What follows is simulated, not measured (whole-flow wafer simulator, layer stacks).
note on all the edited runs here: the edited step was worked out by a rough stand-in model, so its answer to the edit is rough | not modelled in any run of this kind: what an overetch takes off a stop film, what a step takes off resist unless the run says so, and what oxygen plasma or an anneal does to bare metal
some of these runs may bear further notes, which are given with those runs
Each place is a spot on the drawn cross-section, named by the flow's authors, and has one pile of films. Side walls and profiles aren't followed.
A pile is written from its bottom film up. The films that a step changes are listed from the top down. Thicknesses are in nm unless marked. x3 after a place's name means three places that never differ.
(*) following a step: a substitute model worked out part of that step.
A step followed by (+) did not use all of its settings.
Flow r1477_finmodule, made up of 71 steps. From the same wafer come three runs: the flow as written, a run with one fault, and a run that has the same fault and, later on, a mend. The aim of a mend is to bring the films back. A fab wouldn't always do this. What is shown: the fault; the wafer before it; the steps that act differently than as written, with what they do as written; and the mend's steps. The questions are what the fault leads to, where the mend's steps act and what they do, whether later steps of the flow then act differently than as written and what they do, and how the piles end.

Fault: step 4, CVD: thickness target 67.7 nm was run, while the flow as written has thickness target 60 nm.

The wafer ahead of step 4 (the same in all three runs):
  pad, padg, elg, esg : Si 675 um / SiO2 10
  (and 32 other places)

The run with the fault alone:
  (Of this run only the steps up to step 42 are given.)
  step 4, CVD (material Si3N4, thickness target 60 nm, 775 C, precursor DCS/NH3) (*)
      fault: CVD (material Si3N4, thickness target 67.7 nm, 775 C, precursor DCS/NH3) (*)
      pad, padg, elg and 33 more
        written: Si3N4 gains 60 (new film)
        fault: Si3N4 gains 67.7 (new film)
  Steps later in the flow that act otherwise than as written:
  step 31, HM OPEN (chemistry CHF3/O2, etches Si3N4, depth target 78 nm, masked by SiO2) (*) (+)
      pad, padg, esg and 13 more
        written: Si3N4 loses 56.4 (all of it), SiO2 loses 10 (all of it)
        fault: Si3N4 loses 64.1 (all of it), SiO2 loses 6.96
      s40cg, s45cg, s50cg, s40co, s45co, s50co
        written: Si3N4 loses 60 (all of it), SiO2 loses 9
        fault: Si3N4 loses 67.7 (all of it), SiO2 loses 5.15
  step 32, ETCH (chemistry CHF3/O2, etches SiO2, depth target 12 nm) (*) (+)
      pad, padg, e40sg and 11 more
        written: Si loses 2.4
        fault: SiO2 loses 3.04 (all of it), Si loses 1.79
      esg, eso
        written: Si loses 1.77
        fault: SiO2 loses 3.04 (all of it), Si loses 1.79
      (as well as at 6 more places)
  Once step 42 is done, the piles at elg, e40lg, e100lg and 11 more depart from the flow's by more than 2% or 0.5 nm, whichever is larger.
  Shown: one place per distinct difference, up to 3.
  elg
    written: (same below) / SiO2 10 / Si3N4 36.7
    fault: (same below) / SiO2 10 / Si3N4 44.4
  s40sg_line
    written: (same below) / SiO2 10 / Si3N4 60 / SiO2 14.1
    fault: (same below) / SiO2 10 / Si3N4 67.7 / SiO2 14.1

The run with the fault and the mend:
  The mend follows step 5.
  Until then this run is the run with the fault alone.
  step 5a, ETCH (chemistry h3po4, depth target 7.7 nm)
      pad, padg, elg and 33 more
        Si3N4 loses 7.7
  Every later step of the flow that is run acts as written at every place that is followed.
  The piles end the same as the flow's at every place that both follow.
